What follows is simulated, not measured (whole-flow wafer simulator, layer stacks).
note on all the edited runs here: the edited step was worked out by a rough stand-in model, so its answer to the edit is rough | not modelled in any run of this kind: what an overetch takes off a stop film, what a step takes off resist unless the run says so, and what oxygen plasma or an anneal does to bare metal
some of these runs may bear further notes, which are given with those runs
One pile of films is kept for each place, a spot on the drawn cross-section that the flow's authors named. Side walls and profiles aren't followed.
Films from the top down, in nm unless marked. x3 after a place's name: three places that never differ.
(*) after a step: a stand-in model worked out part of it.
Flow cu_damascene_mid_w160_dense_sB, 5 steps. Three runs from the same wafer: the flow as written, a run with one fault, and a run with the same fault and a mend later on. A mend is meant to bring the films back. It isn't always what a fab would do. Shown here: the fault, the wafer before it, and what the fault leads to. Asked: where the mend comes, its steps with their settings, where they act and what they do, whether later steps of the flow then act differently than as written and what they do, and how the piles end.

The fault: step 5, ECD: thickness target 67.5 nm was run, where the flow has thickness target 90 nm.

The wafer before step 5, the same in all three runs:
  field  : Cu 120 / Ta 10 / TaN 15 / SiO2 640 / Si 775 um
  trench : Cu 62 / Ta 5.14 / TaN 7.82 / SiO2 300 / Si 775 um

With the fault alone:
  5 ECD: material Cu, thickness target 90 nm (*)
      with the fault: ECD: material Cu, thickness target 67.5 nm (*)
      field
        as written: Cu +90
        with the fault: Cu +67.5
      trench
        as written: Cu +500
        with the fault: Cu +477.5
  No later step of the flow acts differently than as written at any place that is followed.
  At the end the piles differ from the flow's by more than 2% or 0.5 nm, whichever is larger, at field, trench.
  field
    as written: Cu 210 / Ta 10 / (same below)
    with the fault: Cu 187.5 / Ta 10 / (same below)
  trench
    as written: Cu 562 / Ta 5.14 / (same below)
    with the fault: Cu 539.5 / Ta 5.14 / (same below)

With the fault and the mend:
  The mend comes after step 5.
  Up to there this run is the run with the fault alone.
  5a ECD: material Cu, thickness target 22.5 nm (the flow's step 5 once more, with other settings)
      field, trench
        Cu +22.5
  No later step of the flow acts differently than as written at any place that is followed.
  At the end the piles are the same as the flow's at every place that both follow.
